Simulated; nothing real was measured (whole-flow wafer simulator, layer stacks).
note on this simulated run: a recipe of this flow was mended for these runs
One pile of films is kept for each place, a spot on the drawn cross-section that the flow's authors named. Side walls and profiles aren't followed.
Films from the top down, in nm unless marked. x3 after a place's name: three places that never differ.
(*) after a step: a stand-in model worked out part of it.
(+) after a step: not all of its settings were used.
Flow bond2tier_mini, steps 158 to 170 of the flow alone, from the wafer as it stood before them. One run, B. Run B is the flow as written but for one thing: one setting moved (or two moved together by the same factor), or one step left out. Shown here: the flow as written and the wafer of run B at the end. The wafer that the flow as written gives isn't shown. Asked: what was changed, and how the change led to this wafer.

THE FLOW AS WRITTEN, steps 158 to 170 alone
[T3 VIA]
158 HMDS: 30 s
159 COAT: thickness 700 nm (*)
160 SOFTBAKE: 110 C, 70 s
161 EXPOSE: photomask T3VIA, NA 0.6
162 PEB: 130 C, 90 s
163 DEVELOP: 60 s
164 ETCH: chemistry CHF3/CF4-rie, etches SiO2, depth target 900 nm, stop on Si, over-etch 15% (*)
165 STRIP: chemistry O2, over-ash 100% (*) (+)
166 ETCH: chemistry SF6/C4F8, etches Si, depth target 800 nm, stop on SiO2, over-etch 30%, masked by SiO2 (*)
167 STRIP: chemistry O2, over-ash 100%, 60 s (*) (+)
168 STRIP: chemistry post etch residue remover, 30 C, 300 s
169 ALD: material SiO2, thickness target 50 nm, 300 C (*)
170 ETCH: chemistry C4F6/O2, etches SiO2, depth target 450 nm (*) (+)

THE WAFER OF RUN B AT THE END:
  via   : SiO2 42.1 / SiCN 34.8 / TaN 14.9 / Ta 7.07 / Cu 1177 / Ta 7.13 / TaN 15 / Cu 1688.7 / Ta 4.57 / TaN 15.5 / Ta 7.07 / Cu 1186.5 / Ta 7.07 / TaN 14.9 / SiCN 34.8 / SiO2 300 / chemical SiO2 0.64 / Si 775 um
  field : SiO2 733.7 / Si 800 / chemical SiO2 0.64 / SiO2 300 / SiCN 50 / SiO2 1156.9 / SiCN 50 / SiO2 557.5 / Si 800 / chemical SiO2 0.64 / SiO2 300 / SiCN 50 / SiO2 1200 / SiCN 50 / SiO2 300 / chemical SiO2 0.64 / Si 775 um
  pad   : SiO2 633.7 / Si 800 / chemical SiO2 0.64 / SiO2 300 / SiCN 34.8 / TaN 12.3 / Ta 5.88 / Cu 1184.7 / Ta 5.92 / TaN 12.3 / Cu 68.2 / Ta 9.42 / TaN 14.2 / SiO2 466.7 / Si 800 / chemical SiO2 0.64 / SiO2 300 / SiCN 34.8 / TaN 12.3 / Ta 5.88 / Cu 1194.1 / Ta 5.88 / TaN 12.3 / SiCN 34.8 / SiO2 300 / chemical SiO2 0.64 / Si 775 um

The cause: step 169, ALD: thickness target 32 nm was run, where the flow has thickness target 50 nm; step 170, ETCH: depth target 288 nm was run, where the flow has depth target 450 nm.

How the change led to this, step by step:
  169 ALD: material SiO2, thickness target 50 nm, 300 C (*)
      field, pad, via: SiO2 +32 (as written it would be: SiO2 +50)
  170 ETCH: chemistry C4F6/O2, etches SiO2, depth target 450 nm (*) (+)
      via: SiO2 -288 (as written it would be: SiO2 -348.1 (all of it), SiCN -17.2)
      field, pad: SiO2 -288 (as written it would be: SiO2 -450)
